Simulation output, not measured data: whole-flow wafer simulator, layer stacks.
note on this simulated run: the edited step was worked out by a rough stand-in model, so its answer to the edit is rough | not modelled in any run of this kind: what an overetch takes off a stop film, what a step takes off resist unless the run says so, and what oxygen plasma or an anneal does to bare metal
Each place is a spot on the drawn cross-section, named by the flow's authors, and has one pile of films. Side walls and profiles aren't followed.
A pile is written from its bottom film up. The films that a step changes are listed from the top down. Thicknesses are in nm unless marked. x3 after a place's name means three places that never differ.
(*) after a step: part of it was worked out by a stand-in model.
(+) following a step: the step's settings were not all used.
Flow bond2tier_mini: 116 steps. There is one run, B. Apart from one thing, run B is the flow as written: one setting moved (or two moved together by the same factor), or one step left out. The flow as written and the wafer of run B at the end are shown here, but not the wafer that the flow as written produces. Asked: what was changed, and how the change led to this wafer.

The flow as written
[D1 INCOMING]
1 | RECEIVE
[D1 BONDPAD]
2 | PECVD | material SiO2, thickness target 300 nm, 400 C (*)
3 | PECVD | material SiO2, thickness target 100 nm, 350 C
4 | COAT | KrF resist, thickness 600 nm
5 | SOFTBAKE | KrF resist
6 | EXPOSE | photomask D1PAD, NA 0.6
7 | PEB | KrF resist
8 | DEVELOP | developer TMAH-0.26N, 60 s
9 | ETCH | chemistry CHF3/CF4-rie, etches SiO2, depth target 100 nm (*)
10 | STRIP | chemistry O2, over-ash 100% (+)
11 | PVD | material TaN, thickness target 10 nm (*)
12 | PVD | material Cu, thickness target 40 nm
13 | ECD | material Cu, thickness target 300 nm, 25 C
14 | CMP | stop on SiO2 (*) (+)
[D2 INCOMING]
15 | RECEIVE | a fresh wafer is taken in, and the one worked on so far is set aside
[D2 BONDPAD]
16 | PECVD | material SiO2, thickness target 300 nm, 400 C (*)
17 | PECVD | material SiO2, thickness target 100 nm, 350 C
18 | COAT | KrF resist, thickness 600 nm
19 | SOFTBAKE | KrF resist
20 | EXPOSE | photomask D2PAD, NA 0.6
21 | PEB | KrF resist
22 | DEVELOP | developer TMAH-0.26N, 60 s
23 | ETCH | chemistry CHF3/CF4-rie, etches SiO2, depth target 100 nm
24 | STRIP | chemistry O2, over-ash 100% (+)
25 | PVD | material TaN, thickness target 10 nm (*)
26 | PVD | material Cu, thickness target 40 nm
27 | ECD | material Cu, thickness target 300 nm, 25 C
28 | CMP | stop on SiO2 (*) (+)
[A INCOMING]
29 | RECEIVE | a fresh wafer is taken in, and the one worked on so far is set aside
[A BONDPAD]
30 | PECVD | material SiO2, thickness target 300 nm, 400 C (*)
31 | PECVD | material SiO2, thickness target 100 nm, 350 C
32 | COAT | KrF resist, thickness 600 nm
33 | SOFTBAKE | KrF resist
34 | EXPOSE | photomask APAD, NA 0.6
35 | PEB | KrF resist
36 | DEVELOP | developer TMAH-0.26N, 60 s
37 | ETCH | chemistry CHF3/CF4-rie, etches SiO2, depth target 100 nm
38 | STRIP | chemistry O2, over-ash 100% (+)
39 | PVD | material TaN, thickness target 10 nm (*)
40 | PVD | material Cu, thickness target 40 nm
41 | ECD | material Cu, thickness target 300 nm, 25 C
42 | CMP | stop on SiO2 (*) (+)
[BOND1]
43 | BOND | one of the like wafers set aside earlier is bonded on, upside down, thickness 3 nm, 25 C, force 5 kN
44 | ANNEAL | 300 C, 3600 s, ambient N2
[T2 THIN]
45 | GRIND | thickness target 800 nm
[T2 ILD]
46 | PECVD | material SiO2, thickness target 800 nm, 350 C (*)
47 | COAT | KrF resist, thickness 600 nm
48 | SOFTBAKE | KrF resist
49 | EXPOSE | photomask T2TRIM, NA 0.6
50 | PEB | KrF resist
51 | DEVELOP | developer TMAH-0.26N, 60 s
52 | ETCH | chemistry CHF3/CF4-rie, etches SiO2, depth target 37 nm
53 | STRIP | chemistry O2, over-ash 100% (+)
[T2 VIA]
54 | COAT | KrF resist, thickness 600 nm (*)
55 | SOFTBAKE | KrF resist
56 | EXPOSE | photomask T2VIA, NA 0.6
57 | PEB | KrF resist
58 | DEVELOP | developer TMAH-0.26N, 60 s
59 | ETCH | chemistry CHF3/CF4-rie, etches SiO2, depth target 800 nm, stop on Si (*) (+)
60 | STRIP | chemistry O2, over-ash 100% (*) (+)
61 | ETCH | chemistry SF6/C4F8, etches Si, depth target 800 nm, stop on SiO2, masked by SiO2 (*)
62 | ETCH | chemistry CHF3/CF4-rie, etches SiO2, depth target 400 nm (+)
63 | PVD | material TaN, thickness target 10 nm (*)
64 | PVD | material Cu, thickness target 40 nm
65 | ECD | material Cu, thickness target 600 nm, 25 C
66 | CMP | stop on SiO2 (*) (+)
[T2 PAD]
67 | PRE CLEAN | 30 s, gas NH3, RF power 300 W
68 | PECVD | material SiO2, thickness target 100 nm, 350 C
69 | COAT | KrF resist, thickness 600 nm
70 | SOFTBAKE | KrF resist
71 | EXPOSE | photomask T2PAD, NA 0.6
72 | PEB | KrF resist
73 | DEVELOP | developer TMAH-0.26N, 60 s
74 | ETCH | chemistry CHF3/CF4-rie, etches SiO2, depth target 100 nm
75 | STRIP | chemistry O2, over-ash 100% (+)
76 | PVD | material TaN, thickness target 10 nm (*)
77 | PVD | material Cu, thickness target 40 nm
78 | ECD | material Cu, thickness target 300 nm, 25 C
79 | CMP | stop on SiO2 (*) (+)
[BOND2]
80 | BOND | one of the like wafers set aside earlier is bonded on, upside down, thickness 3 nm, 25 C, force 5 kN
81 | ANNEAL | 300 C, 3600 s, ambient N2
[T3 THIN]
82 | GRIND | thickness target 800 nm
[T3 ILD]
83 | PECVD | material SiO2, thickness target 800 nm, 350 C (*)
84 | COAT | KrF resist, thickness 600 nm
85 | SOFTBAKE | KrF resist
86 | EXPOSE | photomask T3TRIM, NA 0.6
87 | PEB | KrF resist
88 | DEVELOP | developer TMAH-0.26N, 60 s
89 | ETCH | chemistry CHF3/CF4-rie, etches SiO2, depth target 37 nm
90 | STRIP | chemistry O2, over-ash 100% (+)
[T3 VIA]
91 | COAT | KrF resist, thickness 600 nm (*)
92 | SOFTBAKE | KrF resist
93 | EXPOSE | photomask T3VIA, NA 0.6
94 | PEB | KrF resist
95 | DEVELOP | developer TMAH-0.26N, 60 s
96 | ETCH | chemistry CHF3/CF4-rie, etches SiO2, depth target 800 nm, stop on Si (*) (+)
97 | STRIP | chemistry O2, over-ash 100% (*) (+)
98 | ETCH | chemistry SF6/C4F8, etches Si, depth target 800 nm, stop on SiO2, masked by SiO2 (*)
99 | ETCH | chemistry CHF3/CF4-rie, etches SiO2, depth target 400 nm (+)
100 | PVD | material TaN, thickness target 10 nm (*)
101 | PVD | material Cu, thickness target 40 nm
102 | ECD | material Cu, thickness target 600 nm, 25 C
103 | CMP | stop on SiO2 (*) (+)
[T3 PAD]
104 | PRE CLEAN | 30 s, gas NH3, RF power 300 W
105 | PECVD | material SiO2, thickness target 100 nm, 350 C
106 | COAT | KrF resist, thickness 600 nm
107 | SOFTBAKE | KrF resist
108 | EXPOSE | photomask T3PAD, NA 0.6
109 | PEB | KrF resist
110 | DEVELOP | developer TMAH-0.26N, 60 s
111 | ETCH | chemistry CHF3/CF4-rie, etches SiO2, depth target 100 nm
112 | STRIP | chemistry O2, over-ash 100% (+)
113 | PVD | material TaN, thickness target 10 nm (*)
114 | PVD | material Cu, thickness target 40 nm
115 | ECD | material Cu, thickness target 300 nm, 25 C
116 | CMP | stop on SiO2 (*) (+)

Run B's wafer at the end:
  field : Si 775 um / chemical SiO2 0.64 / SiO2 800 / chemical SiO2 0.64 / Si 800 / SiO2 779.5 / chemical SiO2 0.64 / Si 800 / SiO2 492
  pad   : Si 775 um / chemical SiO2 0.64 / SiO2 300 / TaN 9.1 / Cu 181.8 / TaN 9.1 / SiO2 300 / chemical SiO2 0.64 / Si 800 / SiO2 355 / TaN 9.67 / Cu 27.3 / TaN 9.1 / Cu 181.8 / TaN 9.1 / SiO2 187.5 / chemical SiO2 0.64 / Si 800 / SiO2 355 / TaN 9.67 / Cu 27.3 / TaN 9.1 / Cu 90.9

What caused this: step 16, PECVD: thickness target 187.5 nm was run, while the flow as written has thickness target 300 nm.
One can read it off the wafer: pad has SiO2 187.5, and step 16 as written asks for 300 nm.

How this came from the change, step by step:
  16 | PECVD | material SiO2, thickness target 300 nm, 400 C (*)
      field, pad, via: +187.5 SiO2 (new film) (it would be, as written: +300 SiO2 (new film))
  80 | BOND | one of the like wafers set aside earlier is bonded on, upside down, thickness 3 nm, 25 C, force 5 kN
      field: +775 um Si (new film), +0.64 chemical SiO2 (new film), +287.5 SiO2 (it would be, as written: +775 um Si (new film), +0.64 chemical SiO2 (new film), +400 SiO2)
      pad: +775 um Si (new film), +0.64 chemical SiO2 (new film), +187.5 SiO2 (new film), +9.1 TaN (new film), +90.9 Cu (it would be, as written: +775 um Si (new film), +0.64 chemical SiO2 (new film), +300 SiO2 (new film), +9.1 TaN (new film), +90.9 Cu)
